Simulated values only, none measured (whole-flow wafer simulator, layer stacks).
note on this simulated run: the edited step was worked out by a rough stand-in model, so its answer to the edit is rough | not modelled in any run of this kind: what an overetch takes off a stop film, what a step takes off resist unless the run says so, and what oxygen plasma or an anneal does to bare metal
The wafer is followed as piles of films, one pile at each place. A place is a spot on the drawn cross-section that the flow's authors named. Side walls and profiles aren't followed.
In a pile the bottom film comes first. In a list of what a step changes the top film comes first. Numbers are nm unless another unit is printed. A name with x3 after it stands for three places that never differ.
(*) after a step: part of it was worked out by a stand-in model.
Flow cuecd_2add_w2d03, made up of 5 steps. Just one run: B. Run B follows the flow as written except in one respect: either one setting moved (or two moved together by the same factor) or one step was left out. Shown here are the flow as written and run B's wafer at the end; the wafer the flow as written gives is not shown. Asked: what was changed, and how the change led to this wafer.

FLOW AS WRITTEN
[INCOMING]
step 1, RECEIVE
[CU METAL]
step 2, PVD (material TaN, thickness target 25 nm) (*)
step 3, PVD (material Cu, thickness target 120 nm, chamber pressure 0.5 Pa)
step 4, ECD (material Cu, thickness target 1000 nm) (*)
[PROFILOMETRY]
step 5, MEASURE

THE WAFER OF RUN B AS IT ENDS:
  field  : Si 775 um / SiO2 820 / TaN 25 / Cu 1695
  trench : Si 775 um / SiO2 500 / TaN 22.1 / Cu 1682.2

The reason: step 4, ECD: thickness target 1575 nm was run, whereas the flow has thickness target 1000 nm.

Step by step, how the change led to this:
  step 4, ECD (material Cu, thickness target 1000 nm) (*)
      field, trench: +1575 Cu (as written it would have been: +1000 Cu)
